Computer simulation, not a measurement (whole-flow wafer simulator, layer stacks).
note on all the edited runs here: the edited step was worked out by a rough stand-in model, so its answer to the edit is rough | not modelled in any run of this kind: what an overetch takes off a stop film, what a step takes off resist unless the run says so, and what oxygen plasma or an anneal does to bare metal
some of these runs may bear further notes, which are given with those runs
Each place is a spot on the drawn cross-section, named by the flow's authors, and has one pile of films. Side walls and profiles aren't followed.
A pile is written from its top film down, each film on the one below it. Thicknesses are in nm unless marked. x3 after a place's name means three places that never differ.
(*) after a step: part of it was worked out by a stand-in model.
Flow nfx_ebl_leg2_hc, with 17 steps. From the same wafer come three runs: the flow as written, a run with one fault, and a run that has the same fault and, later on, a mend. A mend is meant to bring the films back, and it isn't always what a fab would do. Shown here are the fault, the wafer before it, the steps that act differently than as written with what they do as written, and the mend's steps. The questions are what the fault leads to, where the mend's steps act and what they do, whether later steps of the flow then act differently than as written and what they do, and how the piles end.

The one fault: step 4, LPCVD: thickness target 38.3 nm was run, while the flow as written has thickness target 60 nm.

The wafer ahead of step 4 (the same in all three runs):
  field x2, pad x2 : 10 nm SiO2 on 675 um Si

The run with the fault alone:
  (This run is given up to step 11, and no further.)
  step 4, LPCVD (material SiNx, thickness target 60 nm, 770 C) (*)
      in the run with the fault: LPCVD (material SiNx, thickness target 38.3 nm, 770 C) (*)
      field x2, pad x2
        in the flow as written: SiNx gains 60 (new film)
        in the run with the fault: SiNx gains 38.3 (new film)
  None of the later steps of the flow up to step 11 acts differently than as written at any place that is followed.
  The piles after step 11 differ from the flow's at field x2, pad x2 by more than 2% or 0.5 nm, whichever is larger.
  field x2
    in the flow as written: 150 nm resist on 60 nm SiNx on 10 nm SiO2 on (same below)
    in the run with the fault: 150 nm resist on 38.3 nm SiNx on 10 nm SiO2 on (same below)
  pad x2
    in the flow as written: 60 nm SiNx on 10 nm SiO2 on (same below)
    in the run with the fault: 38.3 nm SiNx on 10 nm SiO2 on (same below)

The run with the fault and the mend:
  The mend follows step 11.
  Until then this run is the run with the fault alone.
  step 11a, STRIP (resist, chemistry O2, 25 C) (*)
      field x2
        resist loses 150 (all of it)
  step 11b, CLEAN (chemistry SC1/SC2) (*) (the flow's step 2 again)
      does not change any film at any place that is followed
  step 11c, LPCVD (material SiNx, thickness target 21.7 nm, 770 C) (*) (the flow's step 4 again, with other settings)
      field x2, pad x2
        SiNx gains 21.7
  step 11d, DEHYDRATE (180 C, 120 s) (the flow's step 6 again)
      does not change any film at any place that is followed
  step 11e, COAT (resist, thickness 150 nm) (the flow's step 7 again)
      field x2, pad x2
        resist gains 150 (new film)
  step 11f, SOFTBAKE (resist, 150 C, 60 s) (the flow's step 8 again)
      does not change any film at any place that is followed
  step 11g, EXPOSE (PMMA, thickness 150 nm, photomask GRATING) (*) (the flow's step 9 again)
      does not change any film at any place that is followed
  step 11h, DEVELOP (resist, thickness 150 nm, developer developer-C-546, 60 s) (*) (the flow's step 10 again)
      pad x2
        resist loses 150 (all of it)
  None of the later steps of the flow acts differently than as written at any place that is followed.
  At every place that both follow, the piles at the end match the flow's.
